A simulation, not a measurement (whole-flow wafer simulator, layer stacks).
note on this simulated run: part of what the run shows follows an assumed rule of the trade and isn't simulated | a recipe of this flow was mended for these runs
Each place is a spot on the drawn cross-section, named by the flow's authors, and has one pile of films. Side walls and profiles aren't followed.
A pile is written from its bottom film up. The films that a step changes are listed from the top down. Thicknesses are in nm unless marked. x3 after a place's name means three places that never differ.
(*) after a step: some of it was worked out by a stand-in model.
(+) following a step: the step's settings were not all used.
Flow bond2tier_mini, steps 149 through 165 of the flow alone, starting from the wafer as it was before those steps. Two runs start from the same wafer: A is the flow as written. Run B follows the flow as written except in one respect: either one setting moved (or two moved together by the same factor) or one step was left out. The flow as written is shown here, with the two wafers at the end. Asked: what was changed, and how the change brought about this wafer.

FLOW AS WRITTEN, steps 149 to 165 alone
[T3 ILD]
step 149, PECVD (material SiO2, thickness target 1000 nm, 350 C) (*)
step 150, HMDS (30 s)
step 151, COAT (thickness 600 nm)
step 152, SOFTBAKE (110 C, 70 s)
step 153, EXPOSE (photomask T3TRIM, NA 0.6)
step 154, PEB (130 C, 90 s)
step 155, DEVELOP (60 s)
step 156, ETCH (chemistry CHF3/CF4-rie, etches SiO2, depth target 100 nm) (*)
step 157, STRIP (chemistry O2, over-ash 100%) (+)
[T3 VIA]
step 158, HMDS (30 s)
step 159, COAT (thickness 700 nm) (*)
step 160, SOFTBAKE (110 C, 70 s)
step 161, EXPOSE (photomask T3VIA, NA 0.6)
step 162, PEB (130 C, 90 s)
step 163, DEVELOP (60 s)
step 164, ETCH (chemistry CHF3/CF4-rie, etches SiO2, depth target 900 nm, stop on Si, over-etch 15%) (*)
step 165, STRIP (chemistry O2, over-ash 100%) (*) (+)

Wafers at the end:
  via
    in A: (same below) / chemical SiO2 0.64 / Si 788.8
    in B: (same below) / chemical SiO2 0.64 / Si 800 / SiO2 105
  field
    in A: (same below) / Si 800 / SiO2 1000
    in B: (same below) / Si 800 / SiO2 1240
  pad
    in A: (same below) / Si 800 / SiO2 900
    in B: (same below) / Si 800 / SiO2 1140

The reason: step 149, PECVD: thickness target 1240 nm was run, while the flow as written has thickness target 1000 nm.
One can read it off the wafer: field has SiO2 1240, and step 149 as written asks for 1000 nm.

How this came from the change, step by step:
  step 149, PECVD (material SiO2, thickness target 1000 nm, 350 C) (*)
      field, pad, via: A SiO2 gains 1000 (new film) | B SiO2 gains 1240 (new film)
  step 164, ETCH (chemistry CHF3/CF4-rie, etches SiO2, depth target 900 nm, stop on Si, over-etch 15%) (*)
      via: A SiO2 loses 900 (all of it), Si loses 11.2 | B SiO2 loses 1035
